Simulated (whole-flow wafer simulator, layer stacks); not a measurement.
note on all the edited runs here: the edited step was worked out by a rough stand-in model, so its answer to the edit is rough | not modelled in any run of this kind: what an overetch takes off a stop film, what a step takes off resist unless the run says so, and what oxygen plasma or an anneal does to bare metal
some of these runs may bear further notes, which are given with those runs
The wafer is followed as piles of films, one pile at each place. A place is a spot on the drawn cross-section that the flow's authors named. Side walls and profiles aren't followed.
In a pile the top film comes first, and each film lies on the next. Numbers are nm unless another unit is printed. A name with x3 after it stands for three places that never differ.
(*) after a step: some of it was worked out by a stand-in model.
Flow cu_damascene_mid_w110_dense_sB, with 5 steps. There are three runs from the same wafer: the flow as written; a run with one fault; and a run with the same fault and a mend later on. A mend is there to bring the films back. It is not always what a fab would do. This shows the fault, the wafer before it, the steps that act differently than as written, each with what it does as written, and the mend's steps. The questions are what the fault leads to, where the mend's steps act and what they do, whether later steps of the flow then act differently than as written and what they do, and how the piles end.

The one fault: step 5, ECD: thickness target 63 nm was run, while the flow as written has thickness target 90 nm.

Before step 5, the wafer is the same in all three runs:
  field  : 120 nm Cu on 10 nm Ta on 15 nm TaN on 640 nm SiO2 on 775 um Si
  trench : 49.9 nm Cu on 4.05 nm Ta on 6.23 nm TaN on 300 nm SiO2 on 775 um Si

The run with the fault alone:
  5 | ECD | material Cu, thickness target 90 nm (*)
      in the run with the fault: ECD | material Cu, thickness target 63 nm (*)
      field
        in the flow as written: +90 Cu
        in the run with the fault: +63 Cu
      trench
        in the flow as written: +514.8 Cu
        in the run with the fault: +487.8 Cu
  None of the later steps of the flow acts differently than as written at any place that is followed.
  The piles end different from the flow's at field, trench by more than 2% or 0.5 nm, whichever is larger.
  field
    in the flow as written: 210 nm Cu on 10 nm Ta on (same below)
    in the run with the fault: 183 nm Cu on 10 nm Ta on (same below)
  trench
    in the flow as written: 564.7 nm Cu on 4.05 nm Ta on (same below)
    in the run with the fault: 537.7 nm Cu on 4.05 nm Ta on (same below)

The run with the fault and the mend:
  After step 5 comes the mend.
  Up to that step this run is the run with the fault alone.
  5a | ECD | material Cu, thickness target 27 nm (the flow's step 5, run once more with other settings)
      field, trench
        +27 Cu
  None of the later steps of the flow acts differently than as written at any place that is followed.
  By the end, the piles equal the flow's at every place that both follow.
